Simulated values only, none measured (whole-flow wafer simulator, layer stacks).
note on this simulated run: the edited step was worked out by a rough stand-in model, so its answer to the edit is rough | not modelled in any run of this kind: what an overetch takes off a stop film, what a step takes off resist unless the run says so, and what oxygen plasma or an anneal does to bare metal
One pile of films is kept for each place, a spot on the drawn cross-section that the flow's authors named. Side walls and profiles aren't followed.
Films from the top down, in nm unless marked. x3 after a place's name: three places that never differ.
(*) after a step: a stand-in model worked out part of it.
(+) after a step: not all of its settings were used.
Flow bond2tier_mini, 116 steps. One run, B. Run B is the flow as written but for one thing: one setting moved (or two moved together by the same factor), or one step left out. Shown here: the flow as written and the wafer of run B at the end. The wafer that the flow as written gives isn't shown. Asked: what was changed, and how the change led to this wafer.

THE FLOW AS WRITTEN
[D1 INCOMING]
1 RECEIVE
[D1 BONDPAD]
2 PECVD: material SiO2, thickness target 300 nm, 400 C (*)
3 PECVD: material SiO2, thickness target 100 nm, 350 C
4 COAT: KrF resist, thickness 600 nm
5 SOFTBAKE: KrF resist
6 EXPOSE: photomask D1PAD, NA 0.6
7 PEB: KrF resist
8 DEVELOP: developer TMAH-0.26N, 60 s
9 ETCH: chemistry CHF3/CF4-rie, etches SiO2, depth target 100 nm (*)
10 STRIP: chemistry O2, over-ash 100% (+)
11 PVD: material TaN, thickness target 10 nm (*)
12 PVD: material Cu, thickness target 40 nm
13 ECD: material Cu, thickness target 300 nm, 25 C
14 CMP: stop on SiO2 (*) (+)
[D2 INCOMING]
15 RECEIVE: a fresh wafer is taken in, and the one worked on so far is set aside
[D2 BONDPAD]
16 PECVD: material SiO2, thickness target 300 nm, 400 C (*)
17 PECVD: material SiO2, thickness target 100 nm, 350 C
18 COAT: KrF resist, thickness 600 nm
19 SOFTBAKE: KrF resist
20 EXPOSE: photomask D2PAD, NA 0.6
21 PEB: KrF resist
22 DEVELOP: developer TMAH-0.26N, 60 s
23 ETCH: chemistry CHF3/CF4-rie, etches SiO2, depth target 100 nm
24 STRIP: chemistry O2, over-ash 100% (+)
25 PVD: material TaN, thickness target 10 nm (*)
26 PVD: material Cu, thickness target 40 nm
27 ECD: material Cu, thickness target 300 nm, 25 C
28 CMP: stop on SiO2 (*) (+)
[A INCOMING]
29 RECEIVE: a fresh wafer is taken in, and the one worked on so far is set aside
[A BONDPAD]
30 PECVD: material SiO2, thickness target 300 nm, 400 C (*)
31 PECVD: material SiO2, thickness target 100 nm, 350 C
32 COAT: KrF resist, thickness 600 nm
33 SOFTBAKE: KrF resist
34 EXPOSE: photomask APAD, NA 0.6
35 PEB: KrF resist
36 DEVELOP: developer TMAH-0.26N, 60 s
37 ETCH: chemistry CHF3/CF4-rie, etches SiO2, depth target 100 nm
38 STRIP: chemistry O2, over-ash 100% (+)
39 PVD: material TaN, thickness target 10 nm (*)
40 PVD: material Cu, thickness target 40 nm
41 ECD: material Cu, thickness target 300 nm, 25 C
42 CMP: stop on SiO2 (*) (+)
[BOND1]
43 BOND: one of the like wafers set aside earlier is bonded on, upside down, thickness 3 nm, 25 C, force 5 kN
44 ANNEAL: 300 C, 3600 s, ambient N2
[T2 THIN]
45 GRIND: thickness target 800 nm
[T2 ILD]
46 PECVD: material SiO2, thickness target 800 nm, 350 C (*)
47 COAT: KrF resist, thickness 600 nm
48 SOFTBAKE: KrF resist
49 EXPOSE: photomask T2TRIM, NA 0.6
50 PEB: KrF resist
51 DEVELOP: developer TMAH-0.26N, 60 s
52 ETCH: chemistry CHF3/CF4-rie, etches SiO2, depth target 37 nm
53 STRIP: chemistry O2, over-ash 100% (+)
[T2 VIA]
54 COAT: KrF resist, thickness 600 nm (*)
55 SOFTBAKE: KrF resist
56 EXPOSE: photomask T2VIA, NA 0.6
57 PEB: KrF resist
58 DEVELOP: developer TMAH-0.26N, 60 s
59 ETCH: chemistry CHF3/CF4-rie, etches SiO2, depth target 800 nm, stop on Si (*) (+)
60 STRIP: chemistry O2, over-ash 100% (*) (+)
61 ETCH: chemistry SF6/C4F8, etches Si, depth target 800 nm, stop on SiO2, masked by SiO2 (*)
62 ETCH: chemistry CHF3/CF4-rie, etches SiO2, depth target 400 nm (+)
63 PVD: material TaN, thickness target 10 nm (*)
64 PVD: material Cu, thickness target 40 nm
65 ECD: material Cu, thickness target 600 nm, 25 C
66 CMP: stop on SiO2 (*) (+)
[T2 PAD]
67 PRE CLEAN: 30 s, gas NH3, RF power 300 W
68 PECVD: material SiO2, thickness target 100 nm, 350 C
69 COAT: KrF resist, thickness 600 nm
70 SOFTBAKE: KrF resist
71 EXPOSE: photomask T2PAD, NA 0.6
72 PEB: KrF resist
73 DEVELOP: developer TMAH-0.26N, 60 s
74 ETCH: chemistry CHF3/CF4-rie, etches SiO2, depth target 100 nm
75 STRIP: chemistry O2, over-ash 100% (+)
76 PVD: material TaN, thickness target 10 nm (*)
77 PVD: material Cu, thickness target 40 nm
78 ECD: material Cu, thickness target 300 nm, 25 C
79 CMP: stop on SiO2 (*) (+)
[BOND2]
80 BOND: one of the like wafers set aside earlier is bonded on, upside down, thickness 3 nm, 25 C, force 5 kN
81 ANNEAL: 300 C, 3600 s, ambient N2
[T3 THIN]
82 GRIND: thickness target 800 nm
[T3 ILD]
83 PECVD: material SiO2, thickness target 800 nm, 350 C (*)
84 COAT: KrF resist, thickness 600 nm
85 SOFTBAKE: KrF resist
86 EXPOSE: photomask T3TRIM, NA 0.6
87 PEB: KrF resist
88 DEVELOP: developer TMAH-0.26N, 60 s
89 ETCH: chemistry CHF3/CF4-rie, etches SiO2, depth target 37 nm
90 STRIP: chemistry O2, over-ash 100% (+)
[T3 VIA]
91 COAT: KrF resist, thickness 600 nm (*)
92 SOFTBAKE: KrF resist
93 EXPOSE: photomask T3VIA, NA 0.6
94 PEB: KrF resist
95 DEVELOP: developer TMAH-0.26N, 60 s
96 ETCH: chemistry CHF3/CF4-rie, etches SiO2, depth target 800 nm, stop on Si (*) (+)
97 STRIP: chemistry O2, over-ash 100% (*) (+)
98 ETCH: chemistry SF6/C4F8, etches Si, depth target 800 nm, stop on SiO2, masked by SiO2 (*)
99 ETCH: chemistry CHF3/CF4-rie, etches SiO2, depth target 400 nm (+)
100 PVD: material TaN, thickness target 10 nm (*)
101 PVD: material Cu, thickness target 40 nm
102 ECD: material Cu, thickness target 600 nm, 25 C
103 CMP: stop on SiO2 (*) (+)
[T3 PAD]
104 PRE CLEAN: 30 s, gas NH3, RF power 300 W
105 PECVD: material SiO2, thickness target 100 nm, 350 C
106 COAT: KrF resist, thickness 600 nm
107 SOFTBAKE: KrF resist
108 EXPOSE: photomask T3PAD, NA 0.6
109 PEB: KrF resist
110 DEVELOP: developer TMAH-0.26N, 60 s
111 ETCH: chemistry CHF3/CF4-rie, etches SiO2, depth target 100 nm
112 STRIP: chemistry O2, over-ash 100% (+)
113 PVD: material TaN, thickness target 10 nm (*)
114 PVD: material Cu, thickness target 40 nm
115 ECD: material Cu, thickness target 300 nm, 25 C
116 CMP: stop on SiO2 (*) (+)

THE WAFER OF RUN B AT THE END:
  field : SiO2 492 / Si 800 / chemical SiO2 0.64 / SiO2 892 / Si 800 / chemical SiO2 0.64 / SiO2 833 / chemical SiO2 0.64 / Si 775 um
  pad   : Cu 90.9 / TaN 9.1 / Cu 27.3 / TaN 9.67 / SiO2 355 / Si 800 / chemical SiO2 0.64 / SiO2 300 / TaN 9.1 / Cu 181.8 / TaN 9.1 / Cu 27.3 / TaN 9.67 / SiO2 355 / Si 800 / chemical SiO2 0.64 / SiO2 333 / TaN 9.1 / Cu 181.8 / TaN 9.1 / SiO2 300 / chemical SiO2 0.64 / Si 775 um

The cause: step 2, PECVD: thickness target 333 nm was run, where the flow has thickness target 300 nm.
It can be read off the wafer: pad has SiO2 333, and step 2 as written asks for 300 nm.

How the change led to this, step by step:
  2 PECVD: material SiO2, thickness target 300 nm, 400 C (*)
      field, pad, via: SiO2 +333 (new film) (as written it would be: SiO2 +300 (new film))
  43 BOND: one of the like wafers set aside earlier is bonded on, upside down, thickness 3 nm, 25 C, force 5 kN
      field: Si +775 um (new film), chemical SiO2 +0.64 (new film), SiO2 +433 (as written it would be: Si +775 um (new film), chemical SiO2 +0.64 (new film), SiO2 +400)
      pad: Si +775 um (new film), chemical SiO2 +0.64 (new film), SiO2 +333 (new film), TaN +9.1 (new film), Cu +90.9 (as written it would be: Si +775 um (new film), chemical SiO2 +0.64 (new film), SiO2 +300 (new film), TaN +9.1 (new film), Cu +90.9)
      (and at 1 more place)
